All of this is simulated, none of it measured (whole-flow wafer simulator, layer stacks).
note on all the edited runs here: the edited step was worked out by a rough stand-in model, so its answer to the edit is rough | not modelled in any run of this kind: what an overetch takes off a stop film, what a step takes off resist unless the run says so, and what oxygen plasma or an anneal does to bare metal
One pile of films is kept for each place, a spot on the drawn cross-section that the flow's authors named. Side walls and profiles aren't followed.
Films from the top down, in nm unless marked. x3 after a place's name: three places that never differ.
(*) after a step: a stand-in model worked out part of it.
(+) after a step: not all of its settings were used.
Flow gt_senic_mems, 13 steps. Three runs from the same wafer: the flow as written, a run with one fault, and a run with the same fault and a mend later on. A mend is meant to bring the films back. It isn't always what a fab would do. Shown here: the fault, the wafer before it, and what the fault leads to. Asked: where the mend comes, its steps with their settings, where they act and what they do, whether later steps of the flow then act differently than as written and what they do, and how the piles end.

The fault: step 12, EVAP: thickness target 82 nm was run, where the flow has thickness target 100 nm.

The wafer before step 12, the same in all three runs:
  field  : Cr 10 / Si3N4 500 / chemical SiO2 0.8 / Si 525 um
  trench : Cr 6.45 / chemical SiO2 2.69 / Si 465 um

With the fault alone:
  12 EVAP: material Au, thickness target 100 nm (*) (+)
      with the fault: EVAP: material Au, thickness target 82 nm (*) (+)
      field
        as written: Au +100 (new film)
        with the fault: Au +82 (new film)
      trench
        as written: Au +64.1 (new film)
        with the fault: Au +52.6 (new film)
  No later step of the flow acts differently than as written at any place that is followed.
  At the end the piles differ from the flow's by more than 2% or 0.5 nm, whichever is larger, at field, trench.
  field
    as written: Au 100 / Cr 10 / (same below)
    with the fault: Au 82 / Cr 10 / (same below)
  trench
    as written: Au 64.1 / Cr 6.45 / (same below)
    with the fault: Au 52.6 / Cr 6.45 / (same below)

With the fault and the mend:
  The mend comes after step 13.
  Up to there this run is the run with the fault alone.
  13a EVAP: material Au, thickness target 18 nm (*) (+) (the flow's step 12 once more, with other settings)
      field
        Au +18
      trench
        Au +11.6
  No later step of the flow acts differently than as written at any place that is followed.
  At the end the piles differ from the flow's only slightly at the places that both follow, by at most 2% or 0.5 nm, whichever is larger.
